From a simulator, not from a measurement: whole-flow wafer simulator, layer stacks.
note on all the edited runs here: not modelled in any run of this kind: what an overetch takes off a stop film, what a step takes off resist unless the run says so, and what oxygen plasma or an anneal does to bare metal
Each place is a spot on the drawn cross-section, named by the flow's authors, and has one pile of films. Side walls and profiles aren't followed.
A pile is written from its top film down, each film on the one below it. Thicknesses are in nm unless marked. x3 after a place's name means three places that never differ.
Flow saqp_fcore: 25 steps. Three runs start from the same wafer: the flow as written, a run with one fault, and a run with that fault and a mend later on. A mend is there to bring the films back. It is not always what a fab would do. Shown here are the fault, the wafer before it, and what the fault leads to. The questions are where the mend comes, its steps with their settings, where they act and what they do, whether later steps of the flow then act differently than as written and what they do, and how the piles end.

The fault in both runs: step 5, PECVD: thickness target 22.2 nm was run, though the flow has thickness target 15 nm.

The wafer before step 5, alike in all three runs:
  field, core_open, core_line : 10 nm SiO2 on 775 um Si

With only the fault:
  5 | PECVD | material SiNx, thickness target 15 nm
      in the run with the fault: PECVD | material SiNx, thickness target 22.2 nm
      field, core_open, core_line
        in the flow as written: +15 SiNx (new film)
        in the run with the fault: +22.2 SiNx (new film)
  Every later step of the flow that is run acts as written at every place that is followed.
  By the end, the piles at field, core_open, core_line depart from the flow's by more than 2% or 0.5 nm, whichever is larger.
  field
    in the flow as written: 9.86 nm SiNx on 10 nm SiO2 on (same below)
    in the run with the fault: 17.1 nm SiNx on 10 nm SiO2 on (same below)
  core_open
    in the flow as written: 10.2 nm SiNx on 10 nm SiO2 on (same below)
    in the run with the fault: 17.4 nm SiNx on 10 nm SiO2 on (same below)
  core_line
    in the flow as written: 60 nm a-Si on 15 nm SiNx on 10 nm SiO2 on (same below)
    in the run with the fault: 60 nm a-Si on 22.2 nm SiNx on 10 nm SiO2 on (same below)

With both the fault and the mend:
  After step 5 comes the mend.
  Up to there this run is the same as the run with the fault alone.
  5a | ETCH | chemistry h3po4, depth target 25.53 nm
      field, core_open, core_line
        -22.2 SiNx (all of it)
  5b | PECVD | material SiNx, thickness target 15 nm (a further turn of the flow's step 5)
      field, core_open, core_line
        +15 SiNx (new film)
  Every later step of the flow that is run acts as written at every place that is followed.
  The piles end the same as the flow's at every place that both follow.
